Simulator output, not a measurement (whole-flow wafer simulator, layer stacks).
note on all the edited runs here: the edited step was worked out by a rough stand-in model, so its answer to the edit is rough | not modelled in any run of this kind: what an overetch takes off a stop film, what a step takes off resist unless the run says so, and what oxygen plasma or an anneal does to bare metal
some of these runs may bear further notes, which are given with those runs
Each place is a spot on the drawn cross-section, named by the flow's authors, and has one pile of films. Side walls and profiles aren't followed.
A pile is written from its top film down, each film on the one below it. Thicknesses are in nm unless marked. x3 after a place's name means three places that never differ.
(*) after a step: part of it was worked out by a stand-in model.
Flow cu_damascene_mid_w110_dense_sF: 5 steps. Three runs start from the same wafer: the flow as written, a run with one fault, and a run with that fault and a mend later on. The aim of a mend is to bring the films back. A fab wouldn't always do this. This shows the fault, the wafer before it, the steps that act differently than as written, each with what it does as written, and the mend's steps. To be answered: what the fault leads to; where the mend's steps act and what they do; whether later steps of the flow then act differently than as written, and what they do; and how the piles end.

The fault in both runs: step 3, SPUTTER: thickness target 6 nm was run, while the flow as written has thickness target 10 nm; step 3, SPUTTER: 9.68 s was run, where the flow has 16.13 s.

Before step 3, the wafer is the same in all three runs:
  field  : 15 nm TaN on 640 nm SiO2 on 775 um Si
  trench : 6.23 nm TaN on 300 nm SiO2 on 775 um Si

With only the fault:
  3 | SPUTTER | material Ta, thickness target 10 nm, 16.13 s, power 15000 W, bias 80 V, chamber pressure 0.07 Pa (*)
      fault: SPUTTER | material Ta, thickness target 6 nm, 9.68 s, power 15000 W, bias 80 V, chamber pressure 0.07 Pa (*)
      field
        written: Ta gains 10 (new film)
        fault: Ta gains 6 (new film)
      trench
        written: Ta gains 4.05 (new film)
        fault: Ta gains 2.43 (new film)
  Later steps of the flow that are run all act as written at every place that is followed, up to a difference of at most 2% or 0.5 nm, whichever is larger.
  By the end, the piles at field, trench depart from the flow's by more than 2% or 0.5 nm, whichever is larger.
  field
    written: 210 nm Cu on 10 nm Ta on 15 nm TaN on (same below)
    fault: 210 nm Cu on 6 nm Ta on 15 nm TaN on (same below)
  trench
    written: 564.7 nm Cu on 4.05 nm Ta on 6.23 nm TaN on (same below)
    fault: 562.3 nm Cu on 2.43 nm Ta on 6.23 nm TaN on (same below)

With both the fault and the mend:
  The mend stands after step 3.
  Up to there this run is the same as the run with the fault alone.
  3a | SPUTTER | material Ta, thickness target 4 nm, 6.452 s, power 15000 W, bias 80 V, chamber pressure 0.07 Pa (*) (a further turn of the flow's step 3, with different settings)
      field
        Ta gains 4
      trench
        Ta gains 1.58
  Later steps of the flow that are run all act as written at every place that is followed, up to a difference of at most 2% or 0.5 nm, whichever is larger.
  The piles end only slightly different from the flow's at the places that both follow, by no more than 2% or 0.5 nm, whichever is larger.
